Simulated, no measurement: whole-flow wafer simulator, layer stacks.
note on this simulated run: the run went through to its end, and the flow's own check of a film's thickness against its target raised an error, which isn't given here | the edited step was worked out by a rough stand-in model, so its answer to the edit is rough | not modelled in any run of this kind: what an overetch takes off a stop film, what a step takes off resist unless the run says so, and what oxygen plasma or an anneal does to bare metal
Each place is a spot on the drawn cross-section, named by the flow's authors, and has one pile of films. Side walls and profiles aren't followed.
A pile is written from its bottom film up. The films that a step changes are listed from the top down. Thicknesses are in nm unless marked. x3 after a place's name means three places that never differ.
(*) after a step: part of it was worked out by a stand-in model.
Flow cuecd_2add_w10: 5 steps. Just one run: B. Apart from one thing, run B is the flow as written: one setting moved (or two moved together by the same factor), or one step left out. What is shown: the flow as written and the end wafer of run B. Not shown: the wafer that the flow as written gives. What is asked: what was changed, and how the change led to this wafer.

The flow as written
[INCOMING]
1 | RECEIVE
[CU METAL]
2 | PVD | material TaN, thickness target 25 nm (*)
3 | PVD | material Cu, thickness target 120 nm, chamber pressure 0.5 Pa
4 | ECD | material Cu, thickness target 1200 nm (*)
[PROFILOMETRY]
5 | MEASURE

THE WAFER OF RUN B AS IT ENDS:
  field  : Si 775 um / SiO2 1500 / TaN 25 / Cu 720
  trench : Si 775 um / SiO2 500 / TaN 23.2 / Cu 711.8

What caused this: step 4, ECD: thickness target 600 nm was run, while the flow as written has thickness target 1200 nm.

How this came from the change, step by step:
  4 | ECD | material Cu, thickness target 1200 nm (*)
      field, trench: Cu gains 600 (in the flow as written it would be: Cu gains 1200)
